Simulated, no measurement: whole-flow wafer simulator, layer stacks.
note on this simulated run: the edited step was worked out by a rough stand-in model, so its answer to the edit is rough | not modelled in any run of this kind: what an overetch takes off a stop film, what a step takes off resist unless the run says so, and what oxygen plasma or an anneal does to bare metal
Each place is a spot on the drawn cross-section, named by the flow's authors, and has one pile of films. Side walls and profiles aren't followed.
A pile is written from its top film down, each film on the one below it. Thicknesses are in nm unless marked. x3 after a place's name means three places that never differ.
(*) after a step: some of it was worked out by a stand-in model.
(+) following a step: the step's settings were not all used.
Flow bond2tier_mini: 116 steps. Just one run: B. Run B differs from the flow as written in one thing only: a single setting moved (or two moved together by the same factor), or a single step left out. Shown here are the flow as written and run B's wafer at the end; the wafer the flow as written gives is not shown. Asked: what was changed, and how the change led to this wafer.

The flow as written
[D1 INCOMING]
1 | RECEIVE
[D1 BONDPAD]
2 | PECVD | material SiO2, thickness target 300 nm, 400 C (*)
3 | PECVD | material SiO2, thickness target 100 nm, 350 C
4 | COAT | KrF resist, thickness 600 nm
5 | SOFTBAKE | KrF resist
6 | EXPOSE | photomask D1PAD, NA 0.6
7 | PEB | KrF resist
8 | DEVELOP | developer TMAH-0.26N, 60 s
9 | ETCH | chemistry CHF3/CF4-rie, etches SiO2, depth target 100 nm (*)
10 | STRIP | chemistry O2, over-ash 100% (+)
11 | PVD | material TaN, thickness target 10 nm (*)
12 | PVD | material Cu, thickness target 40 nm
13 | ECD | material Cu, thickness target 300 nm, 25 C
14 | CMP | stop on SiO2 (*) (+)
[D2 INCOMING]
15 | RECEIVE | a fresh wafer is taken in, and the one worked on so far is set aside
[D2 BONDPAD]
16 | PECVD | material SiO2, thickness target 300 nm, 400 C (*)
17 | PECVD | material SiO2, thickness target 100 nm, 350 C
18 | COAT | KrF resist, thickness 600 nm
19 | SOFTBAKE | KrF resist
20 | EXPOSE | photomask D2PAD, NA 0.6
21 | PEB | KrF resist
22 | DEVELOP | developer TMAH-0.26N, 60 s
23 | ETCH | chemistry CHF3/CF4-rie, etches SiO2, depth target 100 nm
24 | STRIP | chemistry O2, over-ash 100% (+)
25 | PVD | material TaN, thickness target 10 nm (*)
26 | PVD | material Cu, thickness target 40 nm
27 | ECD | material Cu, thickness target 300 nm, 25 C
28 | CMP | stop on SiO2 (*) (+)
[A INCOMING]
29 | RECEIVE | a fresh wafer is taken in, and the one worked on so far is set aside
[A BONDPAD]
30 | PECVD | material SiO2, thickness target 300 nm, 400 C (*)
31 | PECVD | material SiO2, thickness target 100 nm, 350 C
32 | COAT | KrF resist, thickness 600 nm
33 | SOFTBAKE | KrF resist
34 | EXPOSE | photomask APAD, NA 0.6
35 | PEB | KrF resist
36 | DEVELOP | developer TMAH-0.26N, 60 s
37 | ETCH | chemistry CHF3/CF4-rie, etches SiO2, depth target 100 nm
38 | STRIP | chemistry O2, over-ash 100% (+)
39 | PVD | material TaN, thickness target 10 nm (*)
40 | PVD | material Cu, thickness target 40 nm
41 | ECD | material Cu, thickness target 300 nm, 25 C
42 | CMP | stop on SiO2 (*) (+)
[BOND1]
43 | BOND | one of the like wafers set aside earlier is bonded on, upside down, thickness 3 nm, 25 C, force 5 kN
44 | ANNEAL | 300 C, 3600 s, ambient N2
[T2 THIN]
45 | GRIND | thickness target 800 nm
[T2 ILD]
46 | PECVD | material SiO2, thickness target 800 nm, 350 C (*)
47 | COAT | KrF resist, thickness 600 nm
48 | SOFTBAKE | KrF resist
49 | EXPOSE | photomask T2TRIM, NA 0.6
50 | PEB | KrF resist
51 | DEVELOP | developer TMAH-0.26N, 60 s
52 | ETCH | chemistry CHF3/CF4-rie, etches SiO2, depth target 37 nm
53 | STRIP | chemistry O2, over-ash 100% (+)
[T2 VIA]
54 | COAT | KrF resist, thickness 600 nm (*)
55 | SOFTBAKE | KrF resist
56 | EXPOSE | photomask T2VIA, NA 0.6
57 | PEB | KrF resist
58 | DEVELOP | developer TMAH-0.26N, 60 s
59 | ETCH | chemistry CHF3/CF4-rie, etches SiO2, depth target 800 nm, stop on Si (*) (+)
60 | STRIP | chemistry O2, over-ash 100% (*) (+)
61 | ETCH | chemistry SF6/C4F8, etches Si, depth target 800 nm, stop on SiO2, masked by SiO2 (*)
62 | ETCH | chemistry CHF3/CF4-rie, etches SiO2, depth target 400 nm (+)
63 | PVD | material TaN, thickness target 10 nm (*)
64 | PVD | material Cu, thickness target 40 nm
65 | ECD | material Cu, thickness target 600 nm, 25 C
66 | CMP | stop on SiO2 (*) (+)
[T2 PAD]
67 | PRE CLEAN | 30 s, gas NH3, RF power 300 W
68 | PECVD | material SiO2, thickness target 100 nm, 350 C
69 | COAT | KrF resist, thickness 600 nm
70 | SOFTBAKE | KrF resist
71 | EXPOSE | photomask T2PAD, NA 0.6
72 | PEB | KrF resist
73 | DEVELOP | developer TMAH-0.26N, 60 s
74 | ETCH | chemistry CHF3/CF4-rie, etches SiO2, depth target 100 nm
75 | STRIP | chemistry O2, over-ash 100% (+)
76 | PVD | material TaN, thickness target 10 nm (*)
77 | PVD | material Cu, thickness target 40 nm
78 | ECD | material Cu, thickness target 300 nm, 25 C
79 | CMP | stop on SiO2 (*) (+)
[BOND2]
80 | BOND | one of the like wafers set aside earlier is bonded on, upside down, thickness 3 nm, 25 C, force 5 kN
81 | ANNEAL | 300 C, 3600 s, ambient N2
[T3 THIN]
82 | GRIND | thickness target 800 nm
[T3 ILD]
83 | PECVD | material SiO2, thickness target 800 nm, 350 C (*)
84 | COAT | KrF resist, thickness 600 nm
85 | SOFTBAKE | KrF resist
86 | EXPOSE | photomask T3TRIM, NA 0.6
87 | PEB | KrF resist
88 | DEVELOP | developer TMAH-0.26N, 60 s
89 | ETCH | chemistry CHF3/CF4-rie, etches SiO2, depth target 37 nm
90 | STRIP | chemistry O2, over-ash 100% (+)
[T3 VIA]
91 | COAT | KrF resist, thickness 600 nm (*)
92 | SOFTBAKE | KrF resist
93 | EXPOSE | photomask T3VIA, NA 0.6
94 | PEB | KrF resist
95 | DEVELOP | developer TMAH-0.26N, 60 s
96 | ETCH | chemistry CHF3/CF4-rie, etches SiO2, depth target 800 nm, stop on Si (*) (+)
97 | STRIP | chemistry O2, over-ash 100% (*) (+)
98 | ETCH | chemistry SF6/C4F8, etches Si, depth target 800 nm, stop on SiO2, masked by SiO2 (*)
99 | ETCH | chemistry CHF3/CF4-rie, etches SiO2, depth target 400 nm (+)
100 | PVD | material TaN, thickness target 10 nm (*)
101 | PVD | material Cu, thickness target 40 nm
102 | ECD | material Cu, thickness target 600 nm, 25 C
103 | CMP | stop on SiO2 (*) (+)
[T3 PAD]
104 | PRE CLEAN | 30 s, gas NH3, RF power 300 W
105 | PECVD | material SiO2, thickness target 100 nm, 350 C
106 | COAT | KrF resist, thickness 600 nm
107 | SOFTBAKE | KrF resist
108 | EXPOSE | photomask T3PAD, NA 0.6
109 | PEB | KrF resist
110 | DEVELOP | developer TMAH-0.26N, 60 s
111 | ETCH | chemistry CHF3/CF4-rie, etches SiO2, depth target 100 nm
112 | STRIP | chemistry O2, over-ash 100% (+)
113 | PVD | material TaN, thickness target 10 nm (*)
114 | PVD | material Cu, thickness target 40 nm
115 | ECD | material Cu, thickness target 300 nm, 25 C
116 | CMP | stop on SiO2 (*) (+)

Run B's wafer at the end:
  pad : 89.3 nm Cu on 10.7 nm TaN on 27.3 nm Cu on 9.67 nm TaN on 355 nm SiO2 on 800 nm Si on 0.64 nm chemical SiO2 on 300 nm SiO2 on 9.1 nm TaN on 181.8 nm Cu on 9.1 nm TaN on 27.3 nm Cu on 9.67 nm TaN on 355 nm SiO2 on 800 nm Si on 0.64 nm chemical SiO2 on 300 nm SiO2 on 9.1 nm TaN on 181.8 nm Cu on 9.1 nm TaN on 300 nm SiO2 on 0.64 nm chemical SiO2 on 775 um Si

The reason: step 113, PVD: thickness target 11.8 nm was run, while the flow as written has thickness target 10 nm.

How this came from the change, step by step:
  113 | PVD | material TaN, thickness target 10 nm (*)
      field: TaN gains 11.8 (new film) (it would be, as written: TaN gains 10 (new film))
      pad: TaN gains 10.7 (new film) (it would be, as written: TaN gains 9.1 (new film))
  116 | CMP | stop on SiO2 (*) (+)
      field: Cu loses 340 (all of it), TaN loses 11.8 (all of it) (it would be, as written: Cu loses 340 (all of it), TaN loses 10 (all of it))
